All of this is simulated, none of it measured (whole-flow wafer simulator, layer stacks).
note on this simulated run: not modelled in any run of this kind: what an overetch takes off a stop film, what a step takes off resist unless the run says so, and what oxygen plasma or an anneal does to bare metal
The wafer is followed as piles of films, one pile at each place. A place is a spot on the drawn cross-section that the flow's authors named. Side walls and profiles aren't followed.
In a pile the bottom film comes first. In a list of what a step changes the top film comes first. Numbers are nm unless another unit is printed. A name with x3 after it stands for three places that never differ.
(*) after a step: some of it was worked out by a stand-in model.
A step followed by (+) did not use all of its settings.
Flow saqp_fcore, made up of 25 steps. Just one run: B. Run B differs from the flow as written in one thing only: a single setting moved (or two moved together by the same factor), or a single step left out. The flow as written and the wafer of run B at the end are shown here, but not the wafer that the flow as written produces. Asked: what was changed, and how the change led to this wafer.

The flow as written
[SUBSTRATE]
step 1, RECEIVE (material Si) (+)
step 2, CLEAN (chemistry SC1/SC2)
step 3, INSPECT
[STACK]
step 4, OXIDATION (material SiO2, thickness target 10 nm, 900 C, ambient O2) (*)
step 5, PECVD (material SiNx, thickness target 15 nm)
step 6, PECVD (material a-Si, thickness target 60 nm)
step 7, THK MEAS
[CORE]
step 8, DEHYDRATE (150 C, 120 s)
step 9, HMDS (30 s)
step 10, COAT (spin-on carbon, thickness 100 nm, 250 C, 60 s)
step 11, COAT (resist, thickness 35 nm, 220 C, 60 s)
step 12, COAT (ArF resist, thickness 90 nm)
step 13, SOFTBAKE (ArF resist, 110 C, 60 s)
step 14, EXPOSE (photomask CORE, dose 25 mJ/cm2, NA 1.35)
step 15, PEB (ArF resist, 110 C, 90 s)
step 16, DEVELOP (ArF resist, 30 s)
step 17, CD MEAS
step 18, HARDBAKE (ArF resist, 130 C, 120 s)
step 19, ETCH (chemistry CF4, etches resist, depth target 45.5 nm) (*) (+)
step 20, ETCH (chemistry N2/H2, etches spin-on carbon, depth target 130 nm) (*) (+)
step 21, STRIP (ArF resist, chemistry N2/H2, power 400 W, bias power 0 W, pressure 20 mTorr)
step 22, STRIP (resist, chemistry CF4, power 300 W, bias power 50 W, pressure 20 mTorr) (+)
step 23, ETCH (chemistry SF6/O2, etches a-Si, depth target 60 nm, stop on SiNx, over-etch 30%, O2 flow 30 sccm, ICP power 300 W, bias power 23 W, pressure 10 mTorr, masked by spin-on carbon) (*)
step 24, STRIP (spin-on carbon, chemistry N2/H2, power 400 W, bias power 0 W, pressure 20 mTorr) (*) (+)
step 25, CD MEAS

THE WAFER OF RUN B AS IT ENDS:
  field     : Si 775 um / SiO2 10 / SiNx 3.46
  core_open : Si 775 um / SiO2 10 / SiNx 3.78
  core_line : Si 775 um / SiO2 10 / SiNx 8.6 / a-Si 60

Cause: step 5, PECVD: thickness target 8.6 nm was run, though the flow has thickness target 15 nm.
The wafer itself shows it: core_line has SiNx 8.6, and step 5 as written asks for 15 nm.

How this came from the change, step by step:
  step 5, PECVD (material SiNx, thickness target 15 nm)
      field, core_open, core_line: SiNx gains 8.6 (new film) (as written it would have been: SiNx gains 15 (new film))
